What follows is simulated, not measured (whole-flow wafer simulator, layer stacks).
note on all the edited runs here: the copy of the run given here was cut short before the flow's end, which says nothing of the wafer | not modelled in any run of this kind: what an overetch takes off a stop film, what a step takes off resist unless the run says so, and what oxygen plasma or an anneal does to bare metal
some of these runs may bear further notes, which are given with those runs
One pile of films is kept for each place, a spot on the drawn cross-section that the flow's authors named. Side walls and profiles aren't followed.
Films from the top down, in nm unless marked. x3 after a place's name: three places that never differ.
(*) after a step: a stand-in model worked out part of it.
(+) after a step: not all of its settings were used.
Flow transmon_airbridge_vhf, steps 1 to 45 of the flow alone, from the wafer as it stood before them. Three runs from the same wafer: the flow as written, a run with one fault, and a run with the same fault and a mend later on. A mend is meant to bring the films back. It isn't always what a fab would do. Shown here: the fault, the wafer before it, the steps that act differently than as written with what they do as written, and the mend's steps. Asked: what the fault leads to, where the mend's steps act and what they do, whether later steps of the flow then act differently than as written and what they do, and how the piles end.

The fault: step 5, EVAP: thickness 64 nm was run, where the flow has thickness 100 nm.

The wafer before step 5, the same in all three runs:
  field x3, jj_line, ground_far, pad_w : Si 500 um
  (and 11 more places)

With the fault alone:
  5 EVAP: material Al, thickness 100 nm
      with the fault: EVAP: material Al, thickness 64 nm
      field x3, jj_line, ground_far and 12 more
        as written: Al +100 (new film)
        with the fault: Al +64 (new film)
  Later steps of the flow that act differently than as written (15 more steps differ only slightly, by at most 2% or 0.5 nm, whichever is larger, and aren't shown):
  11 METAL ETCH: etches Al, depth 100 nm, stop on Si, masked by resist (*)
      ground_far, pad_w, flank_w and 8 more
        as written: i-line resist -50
        with the fault: i-line resist -48
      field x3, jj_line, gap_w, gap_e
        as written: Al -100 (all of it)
        with the fault: Al -64 (all of it)
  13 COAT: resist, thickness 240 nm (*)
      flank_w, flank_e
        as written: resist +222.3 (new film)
        with the fault: resist +228.2 (new film)
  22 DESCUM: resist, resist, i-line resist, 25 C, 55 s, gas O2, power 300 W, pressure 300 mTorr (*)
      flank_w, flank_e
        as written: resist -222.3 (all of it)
        with the fault: resist -228.2 (all of it)
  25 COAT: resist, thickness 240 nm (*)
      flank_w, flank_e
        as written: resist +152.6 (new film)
        with the fault: resist +156.5 (new film)
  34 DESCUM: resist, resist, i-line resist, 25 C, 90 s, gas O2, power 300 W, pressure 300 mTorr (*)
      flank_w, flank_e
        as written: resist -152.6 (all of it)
        with the fault: resist -156.5 (all of it)
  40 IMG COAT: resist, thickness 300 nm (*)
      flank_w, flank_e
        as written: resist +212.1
        with the fault: resist +217.8
  At the end the piles differ from the flow's by more than 2% or 0.5 nm, whichever is larger, at ground_far, pad_w, flank_w and 8 more.
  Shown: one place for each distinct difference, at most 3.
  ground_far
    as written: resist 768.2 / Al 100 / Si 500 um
    with the fault: resist 768.2 / Al 64 / Si 500 um
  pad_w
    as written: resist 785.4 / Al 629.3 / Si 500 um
    with the fault: resist 785.6 / Al 593.3 / Si 500 um
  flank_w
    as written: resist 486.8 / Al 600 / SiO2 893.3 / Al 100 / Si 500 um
    with the fault: resist 491.6 / Al 600 / SiO2 893.1 / Al 64 / Si 500 um

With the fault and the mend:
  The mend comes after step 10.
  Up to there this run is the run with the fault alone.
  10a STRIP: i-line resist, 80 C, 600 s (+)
      ground_far, pad_w, flank_w and 8 more
        i-line resist -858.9 (all of it)
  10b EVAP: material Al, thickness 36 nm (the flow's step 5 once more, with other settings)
      field x3, jj_line, ground_far and 12 more
        Al +36
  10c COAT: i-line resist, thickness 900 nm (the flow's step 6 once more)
      field x3, jj_line, ground_far and 12 more
        i-line resist +900 (new film)
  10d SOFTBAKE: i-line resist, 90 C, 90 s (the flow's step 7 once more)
      changes no film at any place that is followed
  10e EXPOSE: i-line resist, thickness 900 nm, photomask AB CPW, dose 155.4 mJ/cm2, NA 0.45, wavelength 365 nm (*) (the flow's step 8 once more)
      changes no film at any place that is followed
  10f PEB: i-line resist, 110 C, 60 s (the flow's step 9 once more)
      field x3, jj_line, ground_far and 12 more
        i-line resist -41
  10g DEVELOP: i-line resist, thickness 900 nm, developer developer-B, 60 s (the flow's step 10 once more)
      ground_far, pad_w, flank_w and 8 more
        i-line resist -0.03
      field x3, jj_line, gap_w, gap_e
        i-line resist -859 (all of it)
  No later step of the flow acts differently than as written at any place that is followed.
  At the end the piles are the same as the flow's at every place that both follow.
